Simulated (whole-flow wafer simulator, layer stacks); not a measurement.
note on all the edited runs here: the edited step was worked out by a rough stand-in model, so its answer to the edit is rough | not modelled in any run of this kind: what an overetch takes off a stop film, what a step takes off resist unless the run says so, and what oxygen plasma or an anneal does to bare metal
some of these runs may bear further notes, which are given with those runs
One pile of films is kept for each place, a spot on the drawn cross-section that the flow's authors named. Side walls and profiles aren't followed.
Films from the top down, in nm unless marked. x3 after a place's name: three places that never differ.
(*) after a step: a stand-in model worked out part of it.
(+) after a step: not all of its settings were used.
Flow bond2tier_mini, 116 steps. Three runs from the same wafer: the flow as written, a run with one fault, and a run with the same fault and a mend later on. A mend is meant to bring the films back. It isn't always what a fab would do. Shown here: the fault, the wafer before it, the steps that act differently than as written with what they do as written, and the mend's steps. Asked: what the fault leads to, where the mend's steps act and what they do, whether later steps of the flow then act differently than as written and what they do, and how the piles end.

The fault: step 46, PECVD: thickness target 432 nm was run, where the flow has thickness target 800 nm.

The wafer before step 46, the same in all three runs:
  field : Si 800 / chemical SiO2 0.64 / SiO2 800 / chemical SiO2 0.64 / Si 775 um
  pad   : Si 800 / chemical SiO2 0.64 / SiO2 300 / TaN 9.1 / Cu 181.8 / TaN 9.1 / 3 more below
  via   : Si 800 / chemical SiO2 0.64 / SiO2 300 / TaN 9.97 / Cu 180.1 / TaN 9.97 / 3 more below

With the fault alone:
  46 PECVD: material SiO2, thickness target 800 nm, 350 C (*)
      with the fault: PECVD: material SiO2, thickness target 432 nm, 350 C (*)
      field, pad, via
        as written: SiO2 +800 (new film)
        with the fault: SiO2 +432 (new film)
  Later steps of the flow that act differently than as written (3 more steps differ only slightly, by at most 2% or 0.5 nm, whichever is larger, and aren't shown):
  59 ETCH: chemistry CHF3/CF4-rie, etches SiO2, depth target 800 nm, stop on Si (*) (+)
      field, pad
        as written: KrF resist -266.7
        with the fault: KrF resist -197.5
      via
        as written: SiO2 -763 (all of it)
        with the fault: SiO2 -395 (all of it)
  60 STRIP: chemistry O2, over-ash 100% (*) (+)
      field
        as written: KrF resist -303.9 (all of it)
        with the fault: KrF resist -373.1 (all of it)
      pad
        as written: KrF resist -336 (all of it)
        with the fault: KrF resist -405.1 (all of it)
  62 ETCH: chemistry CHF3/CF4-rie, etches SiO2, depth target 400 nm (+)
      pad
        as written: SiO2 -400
        with the fault: SiO2 -387 (all of it), Si -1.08
  At the end the piles differ from the flow's by more than 2% or 0.5 nm, whichever is larger, at field, pad.
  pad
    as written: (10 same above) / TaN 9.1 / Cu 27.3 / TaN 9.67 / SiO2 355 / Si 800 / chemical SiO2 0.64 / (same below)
    with the fault: (10 same above) / TaN 9.1 / Cu 15.3 / TaN 9.78 / Si 798.9 / chemical SiO2 0.64 / (same below)
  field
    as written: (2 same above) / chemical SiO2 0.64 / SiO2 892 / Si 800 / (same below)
    with the fault: (2 same above) / chemical SiO2 0.64 / SiO2 524 / Si 800 / (same below)

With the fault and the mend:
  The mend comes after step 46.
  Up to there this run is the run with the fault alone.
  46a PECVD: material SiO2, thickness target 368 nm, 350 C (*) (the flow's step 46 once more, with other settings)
      field, pad, via
        SiO2 +368
  No later step of the flow acts differently than as written at any place that is followed.
  At the end the piles are the same as the flow's at every place that both follow.
